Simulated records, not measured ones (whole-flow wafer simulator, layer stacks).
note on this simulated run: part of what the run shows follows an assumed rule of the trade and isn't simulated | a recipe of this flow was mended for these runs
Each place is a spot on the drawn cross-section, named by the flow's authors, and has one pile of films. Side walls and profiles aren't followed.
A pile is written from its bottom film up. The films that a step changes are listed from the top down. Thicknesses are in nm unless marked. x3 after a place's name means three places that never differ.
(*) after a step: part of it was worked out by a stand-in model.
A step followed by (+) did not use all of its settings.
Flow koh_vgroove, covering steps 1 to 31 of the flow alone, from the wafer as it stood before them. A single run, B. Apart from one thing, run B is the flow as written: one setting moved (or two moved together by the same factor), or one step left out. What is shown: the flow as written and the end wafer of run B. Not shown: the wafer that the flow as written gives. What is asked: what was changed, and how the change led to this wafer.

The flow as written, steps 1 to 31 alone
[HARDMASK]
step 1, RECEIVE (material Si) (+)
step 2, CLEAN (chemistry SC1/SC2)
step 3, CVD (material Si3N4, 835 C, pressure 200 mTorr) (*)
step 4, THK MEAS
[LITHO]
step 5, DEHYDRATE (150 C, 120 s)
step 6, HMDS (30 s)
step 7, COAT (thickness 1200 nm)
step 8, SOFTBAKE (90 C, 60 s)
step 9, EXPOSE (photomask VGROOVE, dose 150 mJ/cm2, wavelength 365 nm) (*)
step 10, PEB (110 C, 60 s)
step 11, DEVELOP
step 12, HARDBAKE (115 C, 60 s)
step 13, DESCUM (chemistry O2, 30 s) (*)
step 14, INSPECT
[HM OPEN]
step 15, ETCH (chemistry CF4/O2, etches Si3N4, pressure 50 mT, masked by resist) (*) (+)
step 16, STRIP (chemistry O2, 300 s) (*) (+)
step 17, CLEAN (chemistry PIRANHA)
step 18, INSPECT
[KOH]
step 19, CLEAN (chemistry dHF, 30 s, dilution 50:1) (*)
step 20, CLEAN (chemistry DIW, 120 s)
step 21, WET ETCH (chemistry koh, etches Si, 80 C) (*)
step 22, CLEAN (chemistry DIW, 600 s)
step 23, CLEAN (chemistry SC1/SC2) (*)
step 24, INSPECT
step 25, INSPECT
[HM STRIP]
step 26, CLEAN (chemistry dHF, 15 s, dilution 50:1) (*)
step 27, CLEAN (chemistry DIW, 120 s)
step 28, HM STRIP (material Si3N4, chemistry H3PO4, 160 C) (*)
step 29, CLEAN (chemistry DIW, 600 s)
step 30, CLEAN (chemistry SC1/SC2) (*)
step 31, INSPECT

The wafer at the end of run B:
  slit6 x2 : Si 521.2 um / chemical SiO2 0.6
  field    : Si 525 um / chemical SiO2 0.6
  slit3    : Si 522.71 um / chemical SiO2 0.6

The reason: step 3, CVD: pressure 152 mTorr was run, while the flow as written has pressure 200 mTorr.

Step by step, how the change led to this:
  step 3, CVD (material Si3N4, 835 C, pressure 200 mTorr) (*)
      field, slit3, slit2, slit6 x2: Si3N4 gains 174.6 (new film) (it would be, as written: Si3N4 gains 200 (new film))
  step 15, ETCH (chemistry CF4/O2, etches Si3N4, pressure 50 mT, masked by resist) (*) (+)
      slit3, slit2, slit6 x2: Si3N4 loses 174.6 (all of it), chemical SiO2 loses 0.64 (all of it), Si loses 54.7 (it would be, as written: Si3N4 loses 200 (all of it), chemical SiO2 loses 0.64 (all of it), Si loses 29.4)
  step 28, HM STRIP (material Si3N4, chemistry H3PO4, 160 C) (*)
      field: Si3N4 loses 173.4 (all of it), chemical SiO2 loses 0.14, Si loses 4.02 (it would be, as written: Si3N4 loses 198.7 (all of it), chemical SiO2 loses 0.14, Si loses 2.75)
